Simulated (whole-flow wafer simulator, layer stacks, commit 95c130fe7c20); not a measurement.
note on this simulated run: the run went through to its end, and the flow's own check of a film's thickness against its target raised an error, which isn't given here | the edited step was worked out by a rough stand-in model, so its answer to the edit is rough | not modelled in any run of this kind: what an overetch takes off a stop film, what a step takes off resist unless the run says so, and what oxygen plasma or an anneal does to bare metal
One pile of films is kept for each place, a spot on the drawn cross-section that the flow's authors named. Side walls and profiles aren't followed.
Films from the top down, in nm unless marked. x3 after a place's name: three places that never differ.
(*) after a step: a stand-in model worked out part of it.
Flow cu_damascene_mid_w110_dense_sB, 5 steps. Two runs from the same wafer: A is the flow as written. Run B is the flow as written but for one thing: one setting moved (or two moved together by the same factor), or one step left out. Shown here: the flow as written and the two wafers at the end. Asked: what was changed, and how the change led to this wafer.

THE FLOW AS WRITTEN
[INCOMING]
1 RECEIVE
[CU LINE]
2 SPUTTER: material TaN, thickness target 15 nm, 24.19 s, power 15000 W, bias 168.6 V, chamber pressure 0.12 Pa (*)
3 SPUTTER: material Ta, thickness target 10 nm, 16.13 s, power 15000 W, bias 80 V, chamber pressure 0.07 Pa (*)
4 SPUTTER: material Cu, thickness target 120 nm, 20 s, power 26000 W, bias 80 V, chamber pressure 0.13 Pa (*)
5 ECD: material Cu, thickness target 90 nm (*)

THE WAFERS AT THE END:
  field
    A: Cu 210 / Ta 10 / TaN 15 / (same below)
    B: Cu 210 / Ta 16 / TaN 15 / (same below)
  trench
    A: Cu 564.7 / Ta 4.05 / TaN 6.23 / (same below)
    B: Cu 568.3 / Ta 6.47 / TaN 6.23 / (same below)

The cause: step 3, SPUTTER: thickness target 16 nm was run, where the flow has thickness target 10 nm; step 3, SPUTTER: 25.81 s was run, where the flow has 16.13 s.
It can be read off the wafer: field has Ta 16, and step 3 as written asks for 10 nm.

How the change led to this, step by step:
  3 SPUTTER: material Ta, thickness target 10 nm, 16.13 s, power 15000 W, bias 80 V, chamber pressure 0.07 Pa (*)
      field: A Ta +10 (new film) | B Ta +16 (new film)
      trench: A Ta +4.05 (new film) | B Ta +6.47 (new film)
